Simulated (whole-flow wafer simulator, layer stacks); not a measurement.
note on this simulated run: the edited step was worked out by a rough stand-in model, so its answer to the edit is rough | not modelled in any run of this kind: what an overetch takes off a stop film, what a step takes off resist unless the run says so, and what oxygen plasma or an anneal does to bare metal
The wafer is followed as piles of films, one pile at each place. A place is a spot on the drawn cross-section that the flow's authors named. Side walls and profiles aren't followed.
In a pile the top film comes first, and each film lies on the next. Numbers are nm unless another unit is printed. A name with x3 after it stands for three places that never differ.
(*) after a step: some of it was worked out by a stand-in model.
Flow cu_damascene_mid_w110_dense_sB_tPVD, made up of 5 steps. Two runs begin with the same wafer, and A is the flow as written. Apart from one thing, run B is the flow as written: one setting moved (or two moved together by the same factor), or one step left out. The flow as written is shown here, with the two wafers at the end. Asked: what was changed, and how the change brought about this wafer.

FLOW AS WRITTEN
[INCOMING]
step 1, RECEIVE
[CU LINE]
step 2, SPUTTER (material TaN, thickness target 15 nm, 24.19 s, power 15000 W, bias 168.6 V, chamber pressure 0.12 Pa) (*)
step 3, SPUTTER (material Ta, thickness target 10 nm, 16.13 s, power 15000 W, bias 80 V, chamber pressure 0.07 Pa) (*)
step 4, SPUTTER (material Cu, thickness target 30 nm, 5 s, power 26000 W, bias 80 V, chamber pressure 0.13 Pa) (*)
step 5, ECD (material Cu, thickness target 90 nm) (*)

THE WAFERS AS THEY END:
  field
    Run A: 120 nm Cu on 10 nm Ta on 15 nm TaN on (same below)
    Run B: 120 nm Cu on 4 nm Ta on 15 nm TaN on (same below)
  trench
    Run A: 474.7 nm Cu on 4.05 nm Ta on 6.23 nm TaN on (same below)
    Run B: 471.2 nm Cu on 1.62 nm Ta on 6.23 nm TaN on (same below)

What caused this: step 3, SPUTTER: thickness target 4 nm was run, whereas the flow has thickness target 10 nm; step 3, SPUTTER: 6.45 s was run, where the flow has 16.13 s.
The wafer lets one read it off: field has Ta 4, and step 3 as written asks for 10 nm.

Step by step, how the change led to this:
  step 3, SPUTTER (material Ta, thickness target 10 nm, 16.13 s, power 15000 W, bias 80 V, chamber pressure 0.07 Pa) (*)
      field: A +10 Ta (new film) | B +4 Ta (new film)
      trench: A +4.05 Ta (new film) | B +1.62 Ta (new film)
